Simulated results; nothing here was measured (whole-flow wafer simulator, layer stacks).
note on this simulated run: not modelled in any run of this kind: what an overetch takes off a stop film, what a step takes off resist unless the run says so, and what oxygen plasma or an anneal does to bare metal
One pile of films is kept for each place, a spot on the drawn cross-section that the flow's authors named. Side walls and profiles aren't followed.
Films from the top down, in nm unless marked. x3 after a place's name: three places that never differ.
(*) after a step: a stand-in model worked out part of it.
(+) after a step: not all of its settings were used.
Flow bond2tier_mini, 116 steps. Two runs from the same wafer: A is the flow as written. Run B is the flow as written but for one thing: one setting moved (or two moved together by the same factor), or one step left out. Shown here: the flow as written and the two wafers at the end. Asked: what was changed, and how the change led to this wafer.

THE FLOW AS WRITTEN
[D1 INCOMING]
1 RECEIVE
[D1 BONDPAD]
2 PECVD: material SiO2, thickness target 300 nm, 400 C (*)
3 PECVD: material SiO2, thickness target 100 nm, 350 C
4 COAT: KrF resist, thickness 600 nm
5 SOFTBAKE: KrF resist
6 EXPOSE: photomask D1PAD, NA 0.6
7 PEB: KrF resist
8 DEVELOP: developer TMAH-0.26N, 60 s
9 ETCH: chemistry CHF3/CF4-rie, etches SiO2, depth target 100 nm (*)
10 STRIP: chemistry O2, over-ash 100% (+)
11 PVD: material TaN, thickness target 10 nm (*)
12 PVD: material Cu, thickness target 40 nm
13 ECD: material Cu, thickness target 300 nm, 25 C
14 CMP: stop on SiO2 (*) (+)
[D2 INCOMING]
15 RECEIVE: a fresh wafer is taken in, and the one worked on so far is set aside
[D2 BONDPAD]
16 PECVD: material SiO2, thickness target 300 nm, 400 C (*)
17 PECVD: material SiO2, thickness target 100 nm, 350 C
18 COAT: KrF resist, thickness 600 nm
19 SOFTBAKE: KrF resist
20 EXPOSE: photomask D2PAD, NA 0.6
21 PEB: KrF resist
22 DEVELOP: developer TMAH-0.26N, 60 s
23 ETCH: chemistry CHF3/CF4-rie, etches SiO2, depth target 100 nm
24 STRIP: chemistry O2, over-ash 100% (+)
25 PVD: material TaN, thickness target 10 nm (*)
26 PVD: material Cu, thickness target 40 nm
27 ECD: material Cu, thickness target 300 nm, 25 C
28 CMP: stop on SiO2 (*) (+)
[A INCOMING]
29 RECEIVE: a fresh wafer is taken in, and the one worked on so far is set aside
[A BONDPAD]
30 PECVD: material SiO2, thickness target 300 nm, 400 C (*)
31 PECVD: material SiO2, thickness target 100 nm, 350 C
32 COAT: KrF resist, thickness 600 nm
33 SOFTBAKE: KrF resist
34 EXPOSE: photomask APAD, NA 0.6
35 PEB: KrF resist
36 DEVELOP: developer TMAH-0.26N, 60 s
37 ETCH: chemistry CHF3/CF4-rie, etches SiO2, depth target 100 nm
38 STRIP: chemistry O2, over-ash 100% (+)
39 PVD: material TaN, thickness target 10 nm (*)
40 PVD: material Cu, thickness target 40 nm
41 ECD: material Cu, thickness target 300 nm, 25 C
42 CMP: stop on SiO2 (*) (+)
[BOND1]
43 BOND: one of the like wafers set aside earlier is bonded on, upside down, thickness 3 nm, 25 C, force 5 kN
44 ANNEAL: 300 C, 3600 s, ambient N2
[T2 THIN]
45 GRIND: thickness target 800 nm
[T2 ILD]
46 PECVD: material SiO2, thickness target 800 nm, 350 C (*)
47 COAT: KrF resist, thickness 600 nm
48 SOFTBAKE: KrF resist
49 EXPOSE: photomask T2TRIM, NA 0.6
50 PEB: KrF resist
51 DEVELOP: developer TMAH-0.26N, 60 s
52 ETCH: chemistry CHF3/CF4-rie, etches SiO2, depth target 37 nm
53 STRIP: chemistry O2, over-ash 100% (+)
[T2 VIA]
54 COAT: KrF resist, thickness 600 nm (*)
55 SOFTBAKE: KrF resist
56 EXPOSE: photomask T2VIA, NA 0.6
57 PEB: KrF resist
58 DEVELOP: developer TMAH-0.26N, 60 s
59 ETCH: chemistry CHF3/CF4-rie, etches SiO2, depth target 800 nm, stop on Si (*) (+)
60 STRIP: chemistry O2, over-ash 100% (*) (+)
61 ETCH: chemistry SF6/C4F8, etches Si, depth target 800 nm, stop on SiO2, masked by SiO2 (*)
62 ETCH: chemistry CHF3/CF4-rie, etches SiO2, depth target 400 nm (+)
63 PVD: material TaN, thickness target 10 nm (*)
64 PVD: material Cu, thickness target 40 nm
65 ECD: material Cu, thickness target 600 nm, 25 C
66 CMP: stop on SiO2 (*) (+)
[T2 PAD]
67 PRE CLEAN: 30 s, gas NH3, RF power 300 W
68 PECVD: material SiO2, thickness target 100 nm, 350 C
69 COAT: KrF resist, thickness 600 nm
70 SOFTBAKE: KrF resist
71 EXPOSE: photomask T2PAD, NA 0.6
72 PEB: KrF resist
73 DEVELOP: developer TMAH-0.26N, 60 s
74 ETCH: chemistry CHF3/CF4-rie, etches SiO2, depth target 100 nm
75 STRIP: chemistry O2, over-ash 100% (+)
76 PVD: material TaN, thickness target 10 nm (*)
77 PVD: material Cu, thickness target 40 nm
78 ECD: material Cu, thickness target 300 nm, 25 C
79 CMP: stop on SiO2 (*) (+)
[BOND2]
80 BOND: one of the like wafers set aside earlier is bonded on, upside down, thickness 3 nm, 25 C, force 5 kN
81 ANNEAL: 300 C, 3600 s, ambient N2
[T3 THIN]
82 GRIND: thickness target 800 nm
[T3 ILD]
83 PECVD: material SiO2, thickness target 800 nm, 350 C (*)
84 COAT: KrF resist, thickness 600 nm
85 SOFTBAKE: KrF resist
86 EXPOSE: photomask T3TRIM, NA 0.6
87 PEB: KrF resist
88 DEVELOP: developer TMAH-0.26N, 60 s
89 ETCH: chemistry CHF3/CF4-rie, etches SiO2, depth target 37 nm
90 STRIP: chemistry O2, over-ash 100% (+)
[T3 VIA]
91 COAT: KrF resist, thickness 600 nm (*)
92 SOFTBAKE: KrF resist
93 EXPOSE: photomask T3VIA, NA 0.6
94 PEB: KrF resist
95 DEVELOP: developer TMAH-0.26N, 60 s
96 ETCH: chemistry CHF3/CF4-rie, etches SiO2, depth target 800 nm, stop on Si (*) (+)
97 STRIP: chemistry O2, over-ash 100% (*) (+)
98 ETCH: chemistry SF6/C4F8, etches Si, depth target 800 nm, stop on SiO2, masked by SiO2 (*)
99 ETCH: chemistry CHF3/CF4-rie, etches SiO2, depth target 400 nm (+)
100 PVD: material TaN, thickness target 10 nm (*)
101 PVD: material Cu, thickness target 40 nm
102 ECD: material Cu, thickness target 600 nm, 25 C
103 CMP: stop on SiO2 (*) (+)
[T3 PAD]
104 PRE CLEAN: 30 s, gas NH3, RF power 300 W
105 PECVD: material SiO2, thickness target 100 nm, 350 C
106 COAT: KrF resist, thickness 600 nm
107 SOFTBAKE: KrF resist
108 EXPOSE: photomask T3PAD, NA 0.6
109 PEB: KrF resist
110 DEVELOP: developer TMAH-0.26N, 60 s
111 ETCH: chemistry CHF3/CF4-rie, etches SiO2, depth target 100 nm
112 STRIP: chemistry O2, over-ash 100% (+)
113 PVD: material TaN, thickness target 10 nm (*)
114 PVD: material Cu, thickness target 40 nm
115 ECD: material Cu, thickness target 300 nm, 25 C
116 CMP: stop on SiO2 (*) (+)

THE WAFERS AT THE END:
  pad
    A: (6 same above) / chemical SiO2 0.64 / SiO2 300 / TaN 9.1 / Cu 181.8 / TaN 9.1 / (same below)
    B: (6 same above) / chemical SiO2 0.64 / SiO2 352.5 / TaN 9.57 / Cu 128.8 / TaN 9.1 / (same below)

The cause: step 23, ETCH: depth target 47.5 nm was run, where the flow has depth target 100 nm.

How the change led to this, step by step:
  23 ETCH: chemistry CHF3/CF4-rie, etches SiO2, depth target 100 nm
      pad, via: A SiO2 -100 | B SiO2 -47.5
      field: A KrF resist -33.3 | B KrF resist -15.8
  24 STRIP: chemistry O2, over-ash 100% (+)
      field: A KrF resist -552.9 (all of it) | B KrF resist -570.4 (all of it)
  26 PVD: material Cu, thickness target 40 nm
      pad: A Cu +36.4 (new film) | B Cu +38.3 (new film)
  27 ECD: material Cu, thickness target 300 nm, 25 C
      pad: A Cu +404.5 | B Cu +349.7
      via: A Cu +400.2 | B Cu +347.5
  80 BOND: one of the like wafers set aside earlier is bonded on, upside down, thickness 3 nm, 25 C, force 5 kN
      pad: A Si +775 um (new film), chemical SiO2 +0.64 (new film), SiO2 +300 (new film), TaN +9.1 (new film), Cu +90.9 | B Si +775 um (new film), chemical SiO2 +0.64 (new film), SiO2 +352.5 (new film), TaN +9.57 (new film), Cu +37.9
